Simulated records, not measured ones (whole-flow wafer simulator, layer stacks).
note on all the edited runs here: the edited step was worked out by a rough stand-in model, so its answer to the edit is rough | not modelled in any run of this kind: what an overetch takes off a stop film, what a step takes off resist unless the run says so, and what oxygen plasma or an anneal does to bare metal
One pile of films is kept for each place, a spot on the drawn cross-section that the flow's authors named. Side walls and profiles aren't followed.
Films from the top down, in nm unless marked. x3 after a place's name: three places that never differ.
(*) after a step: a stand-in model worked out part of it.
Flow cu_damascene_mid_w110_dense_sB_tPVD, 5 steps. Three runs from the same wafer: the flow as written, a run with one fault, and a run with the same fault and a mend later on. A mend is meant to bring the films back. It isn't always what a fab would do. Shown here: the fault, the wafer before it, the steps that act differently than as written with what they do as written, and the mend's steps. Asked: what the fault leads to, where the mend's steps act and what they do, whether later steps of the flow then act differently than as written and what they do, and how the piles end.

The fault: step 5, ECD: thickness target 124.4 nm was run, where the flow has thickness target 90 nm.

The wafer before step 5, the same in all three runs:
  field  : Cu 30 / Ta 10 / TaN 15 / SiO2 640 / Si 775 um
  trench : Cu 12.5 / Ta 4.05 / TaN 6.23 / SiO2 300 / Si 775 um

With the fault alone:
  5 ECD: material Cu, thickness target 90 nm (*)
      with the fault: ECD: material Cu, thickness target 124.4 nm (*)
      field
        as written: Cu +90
        with the fault: Cu +124.4
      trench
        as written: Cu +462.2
        with the fault: Cu +496.6
  No later step of the flow acts differently than as written at any place that is followed.
  At the end the piles differ from the flow's by more than 2% or 0.5 nm, whichever is larger, at field, trench.
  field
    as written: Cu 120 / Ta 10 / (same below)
    with the fault: Cu 154.4 / Ta 10 / (same below)
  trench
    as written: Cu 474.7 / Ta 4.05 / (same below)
    with the fault: Cu 509.1 / Ta 4.05 / (same below)

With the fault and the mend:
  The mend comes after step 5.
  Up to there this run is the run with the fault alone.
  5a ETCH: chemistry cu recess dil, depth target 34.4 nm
      field, trench
        Cu -34.4
  No later step of the flow acts differently than as written at any place that is followed.
  At the end the piles are the same as the flow's at every place that both follow.
